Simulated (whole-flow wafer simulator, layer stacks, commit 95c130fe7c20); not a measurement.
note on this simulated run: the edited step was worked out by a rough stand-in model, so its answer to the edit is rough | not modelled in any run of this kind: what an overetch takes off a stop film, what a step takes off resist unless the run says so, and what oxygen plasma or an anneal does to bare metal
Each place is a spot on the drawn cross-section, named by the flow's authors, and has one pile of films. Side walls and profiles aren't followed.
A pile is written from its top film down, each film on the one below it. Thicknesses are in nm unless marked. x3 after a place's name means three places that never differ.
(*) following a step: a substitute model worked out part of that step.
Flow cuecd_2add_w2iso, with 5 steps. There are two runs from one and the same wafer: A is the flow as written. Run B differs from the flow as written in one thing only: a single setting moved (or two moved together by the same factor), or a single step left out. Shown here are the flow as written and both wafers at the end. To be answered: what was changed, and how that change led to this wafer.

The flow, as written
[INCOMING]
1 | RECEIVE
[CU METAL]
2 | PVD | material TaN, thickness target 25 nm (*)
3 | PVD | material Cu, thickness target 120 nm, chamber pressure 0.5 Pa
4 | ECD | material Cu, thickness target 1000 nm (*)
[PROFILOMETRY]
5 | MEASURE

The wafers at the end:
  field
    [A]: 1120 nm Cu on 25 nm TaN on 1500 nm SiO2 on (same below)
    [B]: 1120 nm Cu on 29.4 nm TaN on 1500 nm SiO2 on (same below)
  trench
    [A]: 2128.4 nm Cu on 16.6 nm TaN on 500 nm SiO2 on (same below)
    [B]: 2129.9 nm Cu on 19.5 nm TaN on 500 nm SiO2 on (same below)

The reason: step 2, PVD: thickness target 29.4 nm was run, while the flow as written has thickness target 25 nm.
One can read it off the wafer: field has TaN 29.4, and step 2 as written asks for 25 nm.

How this came from the change, step by step:
  2 | PVD | material TaN, thickness target 25 nm (*)
      field: A TaN gains 25 (new film) | B TaN gains 29.4 (new film)
      trench: A TaN gains 16.6 (new film) | B TaN gains 19.5 (new film)
